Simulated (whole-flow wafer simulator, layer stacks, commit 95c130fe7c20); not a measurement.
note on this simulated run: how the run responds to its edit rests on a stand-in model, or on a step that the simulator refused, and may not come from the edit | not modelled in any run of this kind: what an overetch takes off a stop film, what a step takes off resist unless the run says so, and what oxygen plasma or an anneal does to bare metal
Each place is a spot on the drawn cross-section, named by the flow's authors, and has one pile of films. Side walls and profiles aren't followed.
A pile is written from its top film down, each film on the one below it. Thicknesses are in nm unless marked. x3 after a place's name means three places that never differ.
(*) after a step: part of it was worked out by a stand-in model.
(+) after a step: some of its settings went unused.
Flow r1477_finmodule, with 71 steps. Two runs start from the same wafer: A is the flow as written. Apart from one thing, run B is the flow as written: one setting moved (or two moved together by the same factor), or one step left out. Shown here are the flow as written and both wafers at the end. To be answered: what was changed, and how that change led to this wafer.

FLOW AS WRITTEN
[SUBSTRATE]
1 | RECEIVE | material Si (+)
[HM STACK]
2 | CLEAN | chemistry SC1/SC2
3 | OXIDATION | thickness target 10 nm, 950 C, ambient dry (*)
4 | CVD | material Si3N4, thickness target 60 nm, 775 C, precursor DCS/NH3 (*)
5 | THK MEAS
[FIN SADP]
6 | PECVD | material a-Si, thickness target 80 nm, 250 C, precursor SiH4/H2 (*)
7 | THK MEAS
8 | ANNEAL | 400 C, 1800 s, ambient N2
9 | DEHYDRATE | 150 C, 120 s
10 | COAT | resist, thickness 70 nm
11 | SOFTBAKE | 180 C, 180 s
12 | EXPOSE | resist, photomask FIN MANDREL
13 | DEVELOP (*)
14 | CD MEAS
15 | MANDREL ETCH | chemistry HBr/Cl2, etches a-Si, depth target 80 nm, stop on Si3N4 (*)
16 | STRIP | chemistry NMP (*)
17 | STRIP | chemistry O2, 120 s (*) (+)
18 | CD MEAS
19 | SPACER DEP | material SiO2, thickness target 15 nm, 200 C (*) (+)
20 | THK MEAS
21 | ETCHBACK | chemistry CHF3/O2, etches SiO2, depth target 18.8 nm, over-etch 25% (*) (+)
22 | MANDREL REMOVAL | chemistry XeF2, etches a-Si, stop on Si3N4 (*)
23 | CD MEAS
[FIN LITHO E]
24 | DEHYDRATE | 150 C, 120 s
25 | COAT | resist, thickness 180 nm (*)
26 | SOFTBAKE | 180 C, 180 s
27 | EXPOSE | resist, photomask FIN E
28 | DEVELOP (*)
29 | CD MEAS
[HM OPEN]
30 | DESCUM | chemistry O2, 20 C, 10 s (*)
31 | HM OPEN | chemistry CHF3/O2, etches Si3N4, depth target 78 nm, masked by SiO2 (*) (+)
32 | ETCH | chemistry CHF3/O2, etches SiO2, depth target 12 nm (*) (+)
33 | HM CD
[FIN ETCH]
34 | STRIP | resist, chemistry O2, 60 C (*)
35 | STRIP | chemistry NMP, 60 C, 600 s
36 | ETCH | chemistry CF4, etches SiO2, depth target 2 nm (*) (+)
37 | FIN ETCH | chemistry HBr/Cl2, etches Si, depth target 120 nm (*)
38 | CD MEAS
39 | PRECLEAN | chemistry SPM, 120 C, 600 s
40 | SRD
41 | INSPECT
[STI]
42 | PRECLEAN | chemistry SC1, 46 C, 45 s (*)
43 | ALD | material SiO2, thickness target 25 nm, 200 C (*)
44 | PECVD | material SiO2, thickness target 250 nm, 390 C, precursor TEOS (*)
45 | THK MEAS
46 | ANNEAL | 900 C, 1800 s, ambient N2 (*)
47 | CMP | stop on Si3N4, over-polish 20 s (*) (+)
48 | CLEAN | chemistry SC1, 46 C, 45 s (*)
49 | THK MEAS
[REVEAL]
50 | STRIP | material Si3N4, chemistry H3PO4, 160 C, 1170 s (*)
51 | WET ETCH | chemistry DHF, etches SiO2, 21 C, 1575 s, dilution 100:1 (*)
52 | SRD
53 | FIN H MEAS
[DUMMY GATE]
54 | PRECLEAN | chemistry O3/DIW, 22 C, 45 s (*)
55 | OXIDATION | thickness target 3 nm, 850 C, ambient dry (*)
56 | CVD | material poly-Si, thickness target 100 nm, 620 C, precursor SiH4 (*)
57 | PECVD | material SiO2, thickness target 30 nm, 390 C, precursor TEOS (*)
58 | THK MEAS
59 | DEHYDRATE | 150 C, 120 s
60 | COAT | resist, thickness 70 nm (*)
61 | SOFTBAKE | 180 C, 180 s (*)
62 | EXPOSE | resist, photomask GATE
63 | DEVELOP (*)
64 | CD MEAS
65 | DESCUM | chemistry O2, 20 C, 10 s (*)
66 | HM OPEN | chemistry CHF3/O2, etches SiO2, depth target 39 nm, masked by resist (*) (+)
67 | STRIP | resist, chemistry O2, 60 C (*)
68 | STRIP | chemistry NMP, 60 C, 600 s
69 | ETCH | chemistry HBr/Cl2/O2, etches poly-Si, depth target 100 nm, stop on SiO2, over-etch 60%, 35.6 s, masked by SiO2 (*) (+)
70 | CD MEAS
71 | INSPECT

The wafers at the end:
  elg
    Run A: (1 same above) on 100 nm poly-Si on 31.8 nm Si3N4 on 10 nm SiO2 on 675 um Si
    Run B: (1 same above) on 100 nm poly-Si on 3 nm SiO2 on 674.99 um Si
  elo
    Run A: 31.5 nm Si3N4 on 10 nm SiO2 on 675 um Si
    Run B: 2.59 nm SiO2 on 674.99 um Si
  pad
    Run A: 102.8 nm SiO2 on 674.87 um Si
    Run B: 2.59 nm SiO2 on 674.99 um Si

The reason: step 37, FIN ETCH: chemistry HBr/Cl2, etches Si, depth target 120 nm (*), was skipped.

How this came from the change, step by step:
  43 | ALD | material SiO2, thickness target 25 nm, 200 C (*)
      s40cg, s45cg, s50cg, s40co, s45co, s50co: A +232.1 SiO2 (new film) | B +121.3 SiO2 (new film)
      esg: A +194.3 SiO2 (new film) | B +91.4 SiO2 (new film)
  47 | CMP | stop on Si3N4, over-polish 20 s (*) (+)
      elg, e40lg, e100lg, e200lg, elo, e40lo, e100lo, e200lo: A -241.6 SiO2 | B -263.8 SiO2 (all of it), -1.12 Si3N4
      pad, padg, e40sg and 11 more: A -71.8 SiO2 | B -197.9 SiO2
      (as well as at 14 more places)
  50 | STRIP | material Si3N4, chemistry H3PO4, 160 C, 1170 s (*)
      elg, e40lg, e100lg, e200lg, elo, e40lo, e100lo, e200lo: A -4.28 SiO2 | B -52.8 Si3N4 (all of it), -1.56 SiO2
      s40sg_line, s45sg_line, s50sg_line, s40so_line, s45so_line, s50so_line: A -58.9 Si3N4 (all of it), -1.37 SiO2 | B -52.8 Si3N4 (all of it), -1.56 SiO2
  51 | WET ETCH | chemistry DHF, etches SiO2, 21 C, 1575 s, dilution 100:1 (*)
      pad, padg, e40sg and 11 more: A -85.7 SiO2 | B -61.6 SiO2 (all of it), -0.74 chemical SiO2 (all of it)
      elg, e40lg, e100lg, e200lg, elo, e40lo, e100lo, e200lo: A -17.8 SiO2 (all of it), -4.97 Si3N4 | B -8.44 SiO2 (all of it)
      (as well as at 8 more places)
  54 | PRECLEAN | chemistry O3/DIW, 22 C, 45 s (*)
      pad, padg, elg and 27 more: A nothing | B +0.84 chemical SiO2 (new film), -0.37 Si
  55 | OXIDATION | thickness target 3 nm, 850 C, ambient dry (*)
      pad, padg, e40sg and 12 more: A +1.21 SiO2, -0.74 chemical SiO2 (all of it), -0.21 Si | B +3 SiO2 (new film), -0.84 chemical SiO2 (all of it), -0.95 Si
      elg, e40lg, e100lg, e200lg, elo, e40lo, e100lo, e200lo: A nothing | B +3 SiO2 (new film), -0.84 chemical SiO2 (all of it), -0.95 Si
      (as well as at 7 more places)
  56 | CVD | material poly-Si, thickness target 100 nm, 620 C, precursor SiH4 (*)
      s40cg, s40co: A +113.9 poly-Si (new film) | B +101.7 poly-Si (new film)
      s45cg, s45co: A +113.4 poly-Si (new film) | B +101.1 poly-Si (new film)
      (as well as at 3 more places)
  60 | COAT | resist, thickness 70 nm (*)
      s40sg, s45sg, s40so, s45so: A +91 resist (new film) | B +72.3 resist (new film)
      e40lg, e40lo: A +66.9 resist (new film) | B +69.8 resist (new film)
      (as well as at 15 more places)
  63 | DEVELOP (*)
      s40so, s45so: A -91 resist (all of it) | B -72.3 resist (all of it)
      elo: A -66.9 resist (all of it) | B -69.2 resist (all of it)
      (as well as at 8 more places)
  67 | STRIP | resist, chemistry O2, 60 C (*)
      s40sg, s45sg: A -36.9 resist (all of it) | B -18.2 resist (all of it)
      elg: A -15.9 resist (all of it) | B -15.1 resist (all of it)
      (as well as at 8 more places)
  69 | ETCH | chemistry HBr/Cl2/O2, etches poly-Si, depth target 100 nm, stop on SiO2, over-etch 60%, 35.6 s, masked by SiO2 (*) (+)
      s40co: A -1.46 chemical SiO2 (all of it), -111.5 poly-Si (all of it), -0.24 SiO2 | B -1.05 chemical SiO2 (all of it), -99.4 poly-Si (all of it), -0.33 SiO2
      s45co: A -1.46 chemical SiO2 (all of it), -110.9 poly-Si (all of it), -0.25 SiO2 | B -1.05 chemical SiO2 (all of it), -98.9 poly-Si (all of it), -0.36 SiO2
      (as well as at 1 more place)
